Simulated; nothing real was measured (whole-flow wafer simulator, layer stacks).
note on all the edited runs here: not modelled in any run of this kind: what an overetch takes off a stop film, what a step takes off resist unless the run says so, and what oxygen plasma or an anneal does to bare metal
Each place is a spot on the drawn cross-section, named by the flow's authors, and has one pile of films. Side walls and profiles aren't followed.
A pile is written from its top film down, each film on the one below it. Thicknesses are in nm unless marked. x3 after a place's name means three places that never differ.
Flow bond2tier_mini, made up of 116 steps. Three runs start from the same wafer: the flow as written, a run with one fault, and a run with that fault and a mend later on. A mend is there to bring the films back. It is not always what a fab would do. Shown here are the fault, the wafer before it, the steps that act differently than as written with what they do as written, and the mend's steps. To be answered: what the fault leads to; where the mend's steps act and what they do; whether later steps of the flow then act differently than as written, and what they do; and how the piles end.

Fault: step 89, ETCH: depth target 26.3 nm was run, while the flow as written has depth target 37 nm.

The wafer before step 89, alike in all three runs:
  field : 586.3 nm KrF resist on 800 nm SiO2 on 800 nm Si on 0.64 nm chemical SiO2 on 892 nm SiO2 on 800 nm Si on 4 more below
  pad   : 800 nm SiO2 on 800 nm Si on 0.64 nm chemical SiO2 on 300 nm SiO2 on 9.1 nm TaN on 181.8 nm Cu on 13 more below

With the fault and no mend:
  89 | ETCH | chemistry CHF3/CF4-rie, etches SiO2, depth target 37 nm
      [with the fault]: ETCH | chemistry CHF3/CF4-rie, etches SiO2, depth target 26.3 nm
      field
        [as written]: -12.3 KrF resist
        [with the fault]: -8.77 KrF resist
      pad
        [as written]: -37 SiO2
        [with the fault]: -26.3 SiO2
  Every later step of the flow that is run acts as written, at every place that is followed, to within 2% or 0.5 nm, whichever is larger.
  At pad, the piles at the end differ from the flow's by more than 2% or 0.5 nm, whichever is larger.
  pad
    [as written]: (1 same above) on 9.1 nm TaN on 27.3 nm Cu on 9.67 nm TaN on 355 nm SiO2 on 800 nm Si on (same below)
    [with the fault]: (1 same above) on 9.1 nm TaN on 16.5 nm Cu on 9.77 nm TaN on 365.7 nm SiO2 on 800 nm Si on (same below)

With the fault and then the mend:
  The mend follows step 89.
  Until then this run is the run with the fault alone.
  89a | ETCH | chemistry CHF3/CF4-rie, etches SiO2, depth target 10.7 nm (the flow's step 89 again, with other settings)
      field
        -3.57 KrF resist
      pad
        -10.7 SiO2
  Every later step of the flow that is run acts as written at every place that is followed.
  At every place that both follow, the piles at the end match the flow's.
